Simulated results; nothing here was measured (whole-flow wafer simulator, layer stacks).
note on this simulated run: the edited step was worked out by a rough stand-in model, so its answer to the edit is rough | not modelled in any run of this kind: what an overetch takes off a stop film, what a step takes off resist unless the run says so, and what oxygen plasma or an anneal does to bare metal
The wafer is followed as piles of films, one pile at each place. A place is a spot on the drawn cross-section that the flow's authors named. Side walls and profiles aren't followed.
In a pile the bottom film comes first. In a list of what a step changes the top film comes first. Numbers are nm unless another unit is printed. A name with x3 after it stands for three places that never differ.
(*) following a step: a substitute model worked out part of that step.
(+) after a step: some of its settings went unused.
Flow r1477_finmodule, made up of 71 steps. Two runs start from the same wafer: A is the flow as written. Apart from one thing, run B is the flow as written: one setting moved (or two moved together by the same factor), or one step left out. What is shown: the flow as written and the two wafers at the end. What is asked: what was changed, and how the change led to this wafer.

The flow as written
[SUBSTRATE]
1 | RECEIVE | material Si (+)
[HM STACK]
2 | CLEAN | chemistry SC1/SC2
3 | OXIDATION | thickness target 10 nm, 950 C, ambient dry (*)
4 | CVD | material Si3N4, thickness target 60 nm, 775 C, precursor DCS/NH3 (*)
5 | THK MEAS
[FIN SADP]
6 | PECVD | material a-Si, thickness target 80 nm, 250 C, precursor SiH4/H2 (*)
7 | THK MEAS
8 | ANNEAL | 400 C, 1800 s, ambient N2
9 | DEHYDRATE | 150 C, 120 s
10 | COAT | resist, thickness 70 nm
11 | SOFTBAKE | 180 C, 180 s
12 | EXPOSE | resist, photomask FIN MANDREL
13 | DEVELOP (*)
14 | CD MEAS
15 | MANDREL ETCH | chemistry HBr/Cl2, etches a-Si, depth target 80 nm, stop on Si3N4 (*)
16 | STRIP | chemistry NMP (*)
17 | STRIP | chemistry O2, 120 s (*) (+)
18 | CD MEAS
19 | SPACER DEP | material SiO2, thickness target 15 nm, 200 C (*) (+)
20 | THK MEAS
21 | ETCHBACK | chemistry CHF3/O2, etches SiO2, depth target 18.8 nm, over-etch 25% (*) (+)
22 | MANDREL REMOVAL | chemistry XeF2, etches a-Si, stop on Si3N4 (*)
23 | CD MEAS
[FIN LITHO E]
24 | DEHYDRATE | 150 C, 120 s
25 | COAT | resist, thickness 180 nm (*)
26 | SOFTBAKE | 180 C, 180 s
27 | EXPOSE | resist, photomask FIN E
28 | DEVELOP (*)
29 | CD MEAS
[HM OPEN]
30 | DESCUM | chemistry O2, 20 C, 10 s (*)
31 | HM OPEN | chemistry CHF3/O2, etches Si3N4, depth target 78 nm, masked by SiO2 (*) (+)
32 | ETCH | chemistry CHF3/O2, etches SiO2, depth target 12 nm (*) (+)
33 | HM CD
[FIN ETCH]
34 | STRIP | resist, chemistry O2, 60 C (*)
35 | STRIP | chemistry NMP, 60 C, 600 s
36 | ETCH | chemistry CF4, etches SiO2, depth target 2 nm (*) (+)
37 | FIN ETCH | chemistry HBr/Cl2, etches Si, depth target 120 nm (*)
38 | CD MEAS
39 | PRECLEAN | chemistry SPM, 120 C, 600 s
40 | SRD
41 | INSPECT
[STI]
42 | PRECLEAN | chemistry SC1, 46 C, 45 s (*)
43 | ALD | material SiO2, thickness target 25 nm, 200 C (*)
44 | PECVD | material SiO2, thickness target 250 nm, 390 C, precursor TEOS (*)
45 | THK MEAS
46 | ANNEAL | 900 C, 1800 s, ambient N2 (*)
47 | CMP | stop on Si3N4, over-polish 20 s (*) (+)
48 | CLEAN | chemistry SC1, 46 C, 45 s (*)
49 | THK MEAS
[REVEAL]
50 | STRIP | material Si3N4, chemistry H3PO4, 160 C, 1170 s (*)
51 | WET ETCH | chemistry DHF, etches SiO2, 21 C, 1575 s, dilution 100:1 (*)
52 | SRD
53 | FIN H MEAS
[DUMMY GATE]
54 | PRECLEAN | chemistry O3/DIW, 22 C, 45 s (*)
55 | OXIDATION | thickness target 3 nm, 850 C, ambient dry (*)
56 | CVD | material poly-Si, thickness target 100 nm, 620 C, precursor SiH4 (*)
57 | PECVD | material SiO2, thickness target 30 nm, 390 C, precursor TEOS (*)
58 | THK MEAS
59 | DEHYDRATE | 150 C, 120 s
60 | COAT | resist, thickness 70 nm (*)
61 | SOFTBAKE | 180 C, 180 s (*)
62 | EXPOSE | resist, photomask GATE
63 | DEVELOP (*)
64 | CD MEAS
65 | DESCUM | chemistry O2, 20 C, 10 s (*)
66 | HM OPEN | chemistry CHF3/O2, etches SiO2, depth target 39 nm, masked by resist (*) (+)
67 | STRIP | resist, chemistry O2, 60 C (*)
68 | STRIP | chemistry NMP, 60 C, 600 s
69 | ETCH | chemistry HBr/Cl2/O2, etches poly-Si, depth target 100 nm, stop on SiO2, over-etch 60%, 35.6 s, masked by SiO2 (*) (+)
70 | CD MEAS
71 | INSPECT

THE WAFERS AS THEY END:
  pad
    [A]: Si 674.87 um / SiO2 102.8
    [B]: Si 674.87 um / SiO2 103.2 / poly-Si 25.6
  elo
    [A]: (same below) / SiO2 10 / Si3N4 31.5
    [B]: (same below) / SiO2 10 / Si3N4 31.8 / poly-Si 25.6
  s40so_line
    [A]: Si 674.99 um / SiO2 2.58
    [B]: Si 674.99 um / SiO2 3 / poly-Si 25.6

What caused this: step 69, ETCH: depth target 45 nm was run, though the flow has depth target 100 nm.

The path from the change to this, step by step:
  69 | ETCH | chemistry HBr/Cl2/O2, etches poly-Si, depth target 100 nm, stop on SiO2, over-etch 60%, 35.6 s, masked by SiO2 (*) (+)
      pad, eso, e40so and 8 more: A chemical SiO2 loses 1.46 (all of it), poly-Si loses 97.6 (all of it), SiO2 loses 0.42 | B chemical SiO2 loses 1.46 (all of it), poly-Si loses 72
      elo, e40lo, e100lo, e200lo: A chemical SiO2 loses 1.46 (all of it), poly-Si loses 97.6 (all of it), Si3N4 loses 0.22 | B chemical SiO2 loses 1.46 (all of it), poly-Si loses 72
      (and at 21 other places as well)
